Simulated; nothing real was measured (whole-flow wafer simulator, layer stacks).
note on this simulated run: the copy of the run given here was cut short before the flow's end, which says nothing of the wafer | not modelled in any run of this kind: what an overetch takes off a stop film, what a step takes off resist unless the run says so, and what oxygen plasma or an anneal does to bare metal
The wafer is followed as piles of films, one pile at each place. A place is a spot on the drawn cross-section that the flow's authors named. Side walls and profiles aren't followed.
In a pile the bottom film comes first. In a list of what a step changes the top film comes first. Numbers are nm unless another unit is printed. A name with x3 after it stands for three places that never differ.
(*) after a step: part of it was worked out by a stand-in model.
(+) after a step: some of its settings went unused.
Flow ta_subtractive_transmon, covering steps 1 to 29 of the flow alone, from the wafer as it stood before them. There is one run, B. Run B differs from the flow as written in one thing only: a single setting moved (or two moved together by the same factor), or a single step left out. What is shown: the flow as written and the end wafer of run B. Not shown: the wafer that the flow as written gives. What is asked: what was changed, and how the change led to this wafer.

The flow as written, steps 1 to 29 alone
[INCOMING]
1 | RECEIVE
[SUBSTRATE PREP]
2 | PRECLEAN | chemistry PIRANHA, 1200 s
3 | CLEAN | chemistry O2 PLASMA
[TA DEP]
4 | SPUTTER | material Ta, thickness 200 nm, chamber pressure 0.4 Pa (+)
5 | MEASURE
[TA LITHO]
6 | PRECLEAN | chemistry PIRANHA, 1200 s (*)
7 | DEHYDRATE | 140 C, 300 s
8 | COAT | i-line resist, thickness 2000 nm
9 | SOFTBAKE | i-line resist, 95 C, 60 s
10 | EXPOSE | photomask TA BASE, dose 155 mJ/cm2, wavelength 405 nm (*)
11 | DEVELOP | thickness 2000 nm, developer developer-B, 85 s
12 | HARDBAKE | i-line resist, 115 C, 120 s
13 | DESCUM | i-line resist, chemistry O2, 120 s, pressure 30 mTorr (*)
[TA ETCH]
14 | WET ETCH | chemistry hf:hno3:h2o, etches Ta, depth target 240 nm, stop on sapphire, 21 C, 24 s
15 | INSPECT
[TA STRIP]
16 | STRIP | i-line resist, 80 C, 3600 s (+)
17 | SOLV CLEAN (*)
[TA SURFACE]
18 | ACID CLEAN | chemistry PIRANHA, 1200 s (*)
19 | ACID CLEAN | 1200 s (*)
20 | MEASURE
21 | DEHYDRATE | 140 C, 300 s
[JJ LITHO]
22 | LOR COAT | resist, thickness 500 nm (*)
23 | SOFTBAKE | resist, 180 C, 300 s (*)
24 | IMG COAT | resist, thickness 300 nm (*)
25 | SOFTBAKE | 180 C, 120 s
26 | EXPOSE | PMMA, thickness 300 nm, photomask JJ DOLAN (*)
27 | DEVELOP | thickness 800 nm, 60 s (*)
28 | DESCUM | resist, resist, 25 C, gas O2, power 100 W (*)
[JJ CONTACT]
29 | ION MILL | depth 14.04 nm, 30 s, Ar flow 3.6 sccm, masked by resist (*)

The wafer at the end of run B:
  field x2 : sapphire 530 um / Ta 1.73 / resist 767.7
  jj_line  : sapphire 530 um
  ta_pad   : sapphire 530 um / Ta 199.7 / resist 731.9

The reason: step 14, WET ETCH: depth target 198 nm was run, though the flow has depth target 240 nm; step 14, WET ETCH: 19.8 s was run, where the flow has 24 s.

Step by step, how the change led to this:
  14 | WET ETCH | chemistry hf:hno3:h2o, etches Ta, depth target 240 nm, stop on sapphire, 21 C, 24 s
      field x2, jj_line, lead: Ta loses 198 (as written it would have been: Ta loses 200 (all of it))
  29 | ION MILL | depth 14.04 nm, 30 s, Ar flow 3.6 sccm, masked by resist (*)
      jj_line, lead: Ta loses 1.73 (all of it), sapphire loses 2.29 (as written it would have been: sapphire loses 2.8)
Taking metal films that touch as one body, field x2 has 1 body; the flow as written gives 0 bodies.
